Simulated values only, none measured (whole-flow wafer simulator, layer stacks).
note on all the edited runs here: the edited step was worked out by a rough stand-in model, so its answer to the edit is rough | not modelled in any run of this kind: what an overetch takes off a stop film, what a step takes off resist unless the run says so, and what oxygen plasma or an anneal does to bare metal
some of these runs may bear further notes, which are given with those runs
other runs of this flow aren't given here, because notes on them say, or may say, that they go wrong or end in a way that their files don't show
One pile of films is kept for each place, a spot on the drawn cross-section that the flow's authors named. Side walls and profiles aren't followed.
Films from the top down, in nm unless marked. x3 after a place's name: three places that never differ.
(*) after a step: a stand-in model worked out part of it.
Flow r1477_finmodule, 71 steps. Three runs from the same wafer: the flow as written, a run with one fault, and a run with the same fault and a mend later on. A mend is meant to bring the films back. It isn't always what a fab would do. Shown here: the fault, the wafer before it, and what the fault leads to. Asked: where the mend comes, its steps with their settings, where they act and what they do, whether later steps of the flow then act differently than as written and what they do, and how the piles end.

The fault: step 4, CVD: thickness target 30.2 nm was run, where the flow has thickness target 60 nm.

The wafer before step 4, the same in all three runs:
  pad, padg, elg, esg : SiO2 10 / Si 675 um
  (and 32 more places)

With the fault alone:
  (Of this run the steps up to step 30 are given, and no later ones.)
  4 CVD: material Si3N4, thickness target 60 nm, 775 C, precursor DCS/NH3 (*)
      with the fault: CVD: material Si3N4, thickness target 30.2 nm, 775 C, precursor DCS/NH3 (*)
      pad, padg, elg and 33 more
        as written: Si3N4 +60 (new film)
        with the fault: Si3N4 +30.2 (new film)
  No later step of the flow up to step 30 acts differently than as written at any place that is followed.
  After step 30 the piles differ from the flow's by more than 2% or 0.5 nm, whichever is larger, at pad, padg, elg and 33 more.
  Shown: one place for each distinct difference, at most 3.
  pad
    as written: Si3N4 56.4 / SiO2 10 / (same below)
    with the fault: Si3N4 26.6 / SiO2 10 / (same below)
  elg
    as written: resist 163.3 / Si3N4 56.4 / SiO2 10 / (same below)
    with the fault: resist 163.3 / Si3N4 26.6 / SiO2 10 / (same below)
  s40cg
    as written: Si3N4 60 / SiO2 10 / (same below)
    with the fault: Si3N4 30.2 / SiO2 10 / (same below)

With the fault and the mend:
  The mend comes after step 5.
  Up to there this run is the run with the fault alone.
  5a ETCH: chemistry h3po4, depth target 34.73 nm
      pad, padg, elg and 33 more
        Si3N4 -30.2 (all of it)
  5b CLEAN: chemistry SC1/SC2 (the flow's step 2 once more)
      changes no film at any place that is followed
  5c CVD: material Si3N4, thickness target 60 nm, 775 C, precursor DCS/NH3 (*) (the flow's step 4 once more)
      pad, padg, elg and 33 more
        Si3N4 +60 (new film)
  No later step of the flow acts differently than as written at any place that is followed.
  At the end the piles are the same as the flow's at every place that both follow.
